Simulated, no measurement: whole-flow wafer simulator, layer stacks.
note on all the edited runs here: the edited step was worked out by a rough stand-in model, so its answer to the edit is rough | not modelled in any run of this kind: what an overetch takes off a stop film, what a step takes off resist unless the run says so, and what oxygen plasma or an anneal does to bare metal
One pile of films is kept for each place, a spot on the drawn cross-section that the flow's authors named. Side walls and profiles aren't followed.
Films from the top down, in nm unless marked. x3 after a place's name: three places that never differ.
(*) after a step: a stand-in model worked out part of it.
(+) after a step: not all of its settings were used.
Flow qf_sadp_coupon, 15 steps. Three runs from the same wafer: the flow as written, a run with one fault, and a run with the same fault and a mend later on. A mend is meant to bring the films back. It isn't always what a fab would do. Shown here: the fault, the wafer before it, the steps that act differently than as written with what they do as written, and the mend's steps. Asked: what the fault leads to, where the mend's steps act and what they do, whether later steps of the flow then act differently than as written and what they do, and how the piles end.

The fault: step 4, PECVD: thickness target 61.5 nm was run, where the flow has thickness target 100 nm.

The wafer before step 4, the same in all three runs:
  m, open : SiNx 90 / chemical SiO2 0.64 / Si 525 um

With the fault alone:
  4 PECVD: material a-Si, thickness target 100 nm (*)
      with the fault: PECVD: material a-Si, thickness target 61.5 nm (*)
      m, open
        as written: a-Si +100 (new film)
        with the fault: a-Si +61.5 (new film)
  Later steps of the flow that act differently than as written:
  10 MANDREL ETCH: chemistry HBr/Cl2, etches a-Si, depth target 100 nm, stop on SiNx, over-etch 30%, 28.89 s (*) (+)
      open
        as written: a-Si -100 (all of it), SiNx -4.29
        with the fault: a-Si -61.5 (all of it), SiNx -9.79
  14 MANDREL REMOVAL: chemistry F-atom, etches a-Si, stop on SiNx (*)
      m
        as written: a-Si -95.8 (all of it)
        with the fault: a-Si -57.3 (all of it)
  At the end the piles differ from the flow's by more than 2% or 0.5 nm, whichever is larger, at open.
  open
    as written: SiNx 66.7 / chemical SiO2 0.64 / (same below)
    with the fault: SiNx 61.2 / chemical SiO2 0.64 / (same below)

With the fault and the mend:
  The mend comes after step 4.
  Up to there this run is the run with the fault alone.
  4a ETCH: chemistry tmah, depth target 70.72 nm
      m, open
        a-Si -61.5 (all of it)
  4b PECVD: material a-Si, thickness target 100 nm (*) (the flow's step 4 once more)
      m, open
        a-Si +100 (new film)
  No later step of the flow acts differently than as written at any place that is followed.
  At the end the piles are the same as the flow's at every place that both follow.
